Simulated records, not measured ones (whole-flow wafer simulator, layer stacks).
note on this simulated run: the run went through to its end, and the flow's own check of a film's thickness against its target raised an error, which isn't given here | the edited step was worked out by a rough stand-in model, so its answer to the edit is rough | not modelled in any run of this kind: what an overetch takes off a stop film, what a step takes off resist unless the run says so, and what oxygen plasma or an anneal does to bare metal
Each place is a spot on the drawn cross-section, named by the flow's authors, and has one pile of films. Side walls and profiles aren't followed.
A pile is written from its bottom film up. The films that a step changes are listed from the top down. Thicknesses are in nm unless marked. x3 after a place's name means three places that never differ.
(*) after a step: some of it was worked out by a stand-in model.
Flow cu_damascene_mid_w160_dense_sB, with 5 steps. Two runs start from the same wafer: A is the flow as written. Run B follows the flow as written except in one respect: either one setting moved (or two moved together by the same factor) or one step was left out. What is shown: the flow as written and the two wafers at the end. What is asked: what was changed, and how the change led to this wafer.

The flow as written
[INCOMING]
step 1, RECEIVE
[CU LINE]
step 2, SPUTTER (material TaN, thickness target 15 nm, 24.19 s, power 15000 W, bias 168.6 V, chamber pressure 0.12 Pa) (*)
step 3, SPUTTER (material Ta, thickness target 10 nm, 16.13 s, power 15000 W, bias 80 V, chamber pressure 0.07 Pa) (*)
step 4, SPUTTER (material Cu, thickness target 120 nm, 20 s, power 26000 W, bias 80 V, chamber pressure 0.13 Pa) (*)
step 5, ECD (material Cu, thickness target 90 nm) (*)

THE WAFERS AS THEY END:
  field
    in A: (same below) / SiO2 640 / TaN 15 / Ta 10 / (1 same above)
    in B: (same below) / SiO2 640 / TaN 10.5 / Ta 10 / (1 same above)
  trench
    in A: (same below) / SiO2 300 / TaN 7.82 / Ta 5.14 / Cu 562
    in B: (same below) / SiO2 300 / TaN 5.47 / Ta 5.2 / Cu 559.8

What caused this: step 2, SPUTTER: 16.93 s was run, whereas the flow has 24.19 s.

The path from the change to this, step by step:
  step 2, SPUTTER (material TaN, thickness target 15 nm, 24.19 s, power 15000 W, bias 168.6 V, chamber pressure 0.12 Pa) (*)
      field: A TaN gains 15 (new film) | B TaN gains 10.5 (new film)
      trench: A TaN gains 7.82 (new film) | B TaN gains 5.47 (new film)
